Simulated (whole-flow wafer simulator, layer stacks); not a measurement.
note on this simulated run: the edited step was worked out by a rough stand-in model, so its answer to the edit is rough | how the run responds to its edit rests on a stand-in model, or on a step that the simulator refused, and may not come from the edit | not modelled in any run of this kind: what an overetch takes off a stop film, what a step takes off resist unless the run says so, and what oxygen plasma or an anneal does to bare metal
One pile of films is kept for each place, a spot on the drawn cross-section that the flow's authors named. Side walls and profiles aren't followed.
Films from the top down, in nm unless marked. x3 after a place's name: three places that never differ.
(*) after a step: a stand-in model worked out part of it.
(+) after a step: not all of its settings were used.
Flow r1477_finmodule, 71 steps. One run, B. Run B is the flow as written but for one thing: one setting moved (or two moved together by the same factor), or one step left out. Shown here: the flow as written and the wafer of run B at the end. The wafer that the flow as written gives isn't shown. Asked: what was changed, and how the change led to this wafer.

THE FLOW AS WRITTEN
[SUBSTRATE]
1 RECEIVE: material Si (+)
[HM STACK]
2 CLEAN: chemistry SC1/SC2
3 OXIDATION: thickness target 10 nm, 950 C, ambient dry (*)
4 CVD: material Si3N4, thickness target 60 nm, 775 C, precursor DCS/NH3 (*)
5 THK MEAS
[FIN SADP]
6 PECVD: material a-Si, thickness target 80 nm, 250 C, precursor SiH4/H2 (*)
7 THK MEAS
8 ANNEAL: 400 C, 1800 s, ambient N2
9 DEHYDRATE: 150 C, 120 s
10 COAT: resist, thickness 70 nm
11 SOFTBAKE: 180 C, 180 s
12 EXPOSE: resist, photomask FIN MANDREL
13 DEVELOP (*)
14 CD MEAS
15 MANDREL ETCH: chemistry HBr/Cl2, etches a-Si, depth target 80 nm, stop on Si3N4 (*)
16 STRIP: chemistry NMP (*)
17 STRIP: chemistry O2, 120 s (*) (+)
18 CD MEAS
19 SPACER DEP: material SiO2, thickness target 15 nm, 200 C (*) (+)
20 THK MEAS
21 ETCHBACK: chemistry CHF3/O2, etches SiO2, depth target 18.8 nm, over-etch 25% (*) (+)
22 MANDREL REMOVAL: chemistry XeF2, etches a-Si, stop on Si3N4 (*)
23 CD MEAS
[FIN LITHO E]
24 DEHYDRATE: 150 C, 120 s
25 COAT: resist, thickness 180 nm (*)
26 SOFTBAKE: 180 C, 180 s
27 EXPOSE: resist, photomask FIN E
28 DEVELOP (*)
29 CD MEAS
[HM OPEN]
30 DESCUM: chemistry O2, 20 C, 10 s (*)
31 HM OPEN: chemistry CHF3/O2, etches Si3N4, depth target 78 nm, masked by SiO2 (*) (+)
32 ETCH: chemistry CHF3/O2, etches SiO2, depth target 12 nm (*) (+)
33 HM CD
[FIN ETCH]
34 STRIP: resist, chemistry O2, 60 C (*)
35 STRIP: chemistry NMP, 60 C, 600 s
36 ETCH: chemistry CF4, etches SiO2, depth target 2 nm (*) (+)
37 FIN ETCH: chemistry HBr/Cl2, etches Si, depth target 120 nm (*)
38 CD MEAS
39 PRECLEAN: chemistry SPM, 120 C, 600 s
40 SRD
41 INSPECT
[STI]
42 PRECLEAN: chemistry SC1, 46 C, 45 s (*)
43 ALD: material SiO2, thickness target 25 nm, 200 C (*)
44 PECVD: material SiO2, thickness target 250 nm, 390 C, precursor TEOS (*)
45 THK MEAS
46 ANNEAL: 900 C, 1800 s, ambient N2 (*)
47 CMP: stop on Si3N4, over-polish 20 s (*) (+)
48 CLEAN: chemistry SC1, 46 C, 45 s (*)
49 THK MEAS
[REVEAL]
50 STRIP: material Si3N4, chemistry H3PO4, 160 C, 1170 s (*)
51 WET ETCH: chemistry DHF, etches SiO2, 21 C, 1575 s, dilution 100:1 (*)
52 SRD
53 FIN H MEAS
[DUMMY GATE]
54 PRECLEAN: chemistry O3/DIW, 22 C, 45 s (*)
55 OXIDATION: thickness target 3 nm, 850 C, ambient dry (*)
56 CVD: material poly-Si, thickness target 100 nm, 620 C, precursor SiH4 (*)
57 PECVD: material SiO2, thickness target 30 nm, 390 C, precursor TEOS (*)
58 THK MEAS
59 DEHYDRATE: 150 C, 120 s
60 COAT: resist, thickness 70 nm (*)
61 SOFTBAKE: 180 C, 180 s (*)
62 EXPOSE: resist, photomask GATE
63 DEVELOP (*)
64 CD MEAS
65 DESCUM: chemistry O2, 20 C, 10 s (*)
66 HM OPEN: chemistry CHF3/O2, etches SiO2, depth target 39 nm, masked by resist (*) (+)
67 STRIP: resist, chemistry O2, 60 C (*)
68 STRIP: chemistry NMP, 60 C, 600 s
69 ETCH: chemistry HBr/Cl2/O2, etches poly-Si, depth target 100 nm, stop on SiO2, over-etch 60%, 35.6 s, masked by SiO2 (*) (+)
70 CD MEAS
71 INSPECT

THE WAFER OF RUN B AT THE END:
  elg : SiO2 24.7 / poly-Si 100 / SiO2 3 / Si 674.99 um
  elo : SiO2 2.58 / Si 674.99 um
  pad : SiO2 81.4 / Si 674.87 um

The cause: step 6, PECVD: thickness target 51.2 nm was run, where the flow has thickness target 80 nm.

How the change led to this, step by step:
  6 PECVD: material a-Si, thickness target 80 nm, 250 C, precursor SiH4/H2 (*)
      pad, padg, elg and 33 more: a-Si +51.2 (new film) (as written it would be: a-Si +80 (new film))
  15 MANDREL ETCH: chemistry HBr/Cl2, etches a-Si, depth target 80 nm, stop on Si3N4 (*)
      pad, padg, elg and 27 more: a-Si -51.2 (all of it) (as written it would be: a-Si -80 (all of it))
      s40cg, s45cg, s50cg, s40co, s45co, s50co: resist -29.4 (as written it would be: resist -30.7)
  16 STRIP: chemistry NMP (*)
      s40cg, s45cg, s50cg, s40co, s45co, s50co: resist -40.6 (all of it) (as written it would be: resist -39.3 (all of it))
  21 ETCHBACK: chemistry CHF3/O2, etches SiO2, depth target 18.8 nm, over-etch 25% (*) (+)
      s40sg_line, s45sg_line, s50sg_line, s40so_line, s45so_line, s50so_line: SiO2 +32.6 (as written it would be: SiO2 +61.4)
  22 MANDREL REMOVAL: chemistry XeF2, etches a-Si, stop on Si3N4 (*)
      s40cg, s45cg, s50cg, s40co, s45co, s50co: a-Si -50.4 (all of it) (as written it would be: a-Si -79.2 (all of it))
  25 COAT: resist, thickness 180 nm (*)
      s40cg, s40co: resist +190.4 (new film) (as written it would be: resist +197.6 (new film))
      s40sg, s40so: resist +194 (new film) (as written it would be: resist +201.2 (new film))
      (and at 14 more places)
  28 DEVELOP (*)
      s40cg, s40co: resist -190.4 (all of it) (as written it would be: resist -197.6 (all of it))
      s40sg, s40so: resist -194 (all of it) (as written it would be: resist -201.2 (all of it))
      (and at 14 more places)
  32 ETCH: chemistry CHF3/O2, etches SiO2, depth target 12 nm (*) (+)
      s40sg_line, s45sg_line, s50sg_line, s40so_line, s45so_line, s50so_line: SiO2 -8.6 (all of it) (as written it would be: SiO2 -12)
      pad, padg, e40sg and 11 more: Si -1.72 (as written it would be: Si -2.4)
      (and at 16 more places)
  34 STRIP: resist, chemistry O2, 60 C (*)
      elg, e40lg, e100lg, e200lg, elo, e40lo, e100lo, e200lo: resist -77 (all of it) (as written it would be: resist -73.8 (all of it))
  36 ETCH: chemistry CF4, etches SiO2, depth target 2 nm (*) (+)
      elg, e40lg, e100lg, e200lg, elo, e40lo, e100lo, e200lo: nothing (as written it would be: Si3N4 -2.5)
      s40sg_line, s45sg_line, s50sg_line, s40so_line, s45so_line, s50so_line: nothing (as written it would be: SiO2 -2)
  37 FIN ETCH: chemistry HBr/Cl2, etches Si, depth target 120 nm (*)
      s40sg_line, s45sg_line, s50sg_line, s40so_line, s45so_line, s50so_line: Si3N4 -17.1 (as written it would be: SiO2 -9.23)
  43 ALD: material SiO2, thickness target 25 nm, 200 C (*)
      s40sg_line, s45sg_line, s50sg_line, s40so_line, s45so_line, s50so_line: SiO2 +25 (new film) (as written it would be: SiO2 +25)
      s40cg, s45cg, s50cg, s40co, s45co, s50co: SiO2 +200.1 (new film) (as written it would be: SiO2 +232.1 (new film))
  47 CMP: stop on Si3N4, over-polish 20 s (*) (+)
      elg, e40lg, e100lg, e200lg, elo, e40lo, e100lo, e200lo: SiO2 -263.8 (all of it), Si3N4 -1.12 (as written it would be: SiO2 -241.6)
      pad, padg, e40sg and 11 more: SiO2 -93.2 (as written it would be: SiO2 -71.8)
      (and at 14 more places)
  50 STRIP: material Si3N4, chemistry H3PO4, 160 C, 1170 s (*)
      elg, e40lg, e100lg, e200lg, elo, e40lo, e100lo, e200lo: Si3N4 -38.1 (all of it), SiO2 -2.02 (as written it would be: SiO2 -4.28)
      s40sg_line, s45sg_line, s50sg_line, s40so_line, s45so_line, s50so_line: Si3N4 -38.1 (all of it), SiO2 -2.02 (as written it would be: Si3N4 -58.9 (all of it), SiO2 -1.37)
  51 WET ETCH: chemistry DHF, etches SiO2, 21 C, 1575 s, dilution 100:1 (*)
      elg, e40lg, e100lg, e200lg, elo, e40lo, e100lo, e200lo: SiO2 -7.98 (all of it) (as written it would be: SiO2 -17.8 (all of it), Si3N4 -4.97)
      s40sg_line, s45sg_line, s50sg_line, s40so_line, s45so_line, s50so_line: SiO2 -7.98 (all of it) (as written it would be: SiO2 -8.63 (all of it))
  54 PRECLEAN: chemistry O3/DIW, 22 C, 45 s (*)
      elg, e40lg, e100lg, e200lg, elo, e40lo, e100lo, e200lo: chemical SiO2 +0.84 (new film), Si -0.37 (as written it would be: nothing)
  ... 5 more steps ...
  69 ETCH: chemistry HBr/Cl2/O2, etches poly-Si, depth target 100 nm, stop on SiO2, over-etch 60%, 35.6 s, masked by SiO2 (*) (+)
      s40co: chemical SiO2 -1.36 (all of it), poly-Si -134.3 (all of it), SiO2 -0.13 (as written it would be: chemical SiO2 -1.46 (all of it), poly-Si -111.5 (all of it), SiO2 -0.24)
      s45co: chemical SiO2 -1.36 (all of it), poly-Si -134.3 (all of it), SiO2 -0.13 (as written it would be: chemical SiO2 -1.46 (all of it), poly-Si -110.9 (all of it), SiO2 -0.25)
      (and at 1 more place)
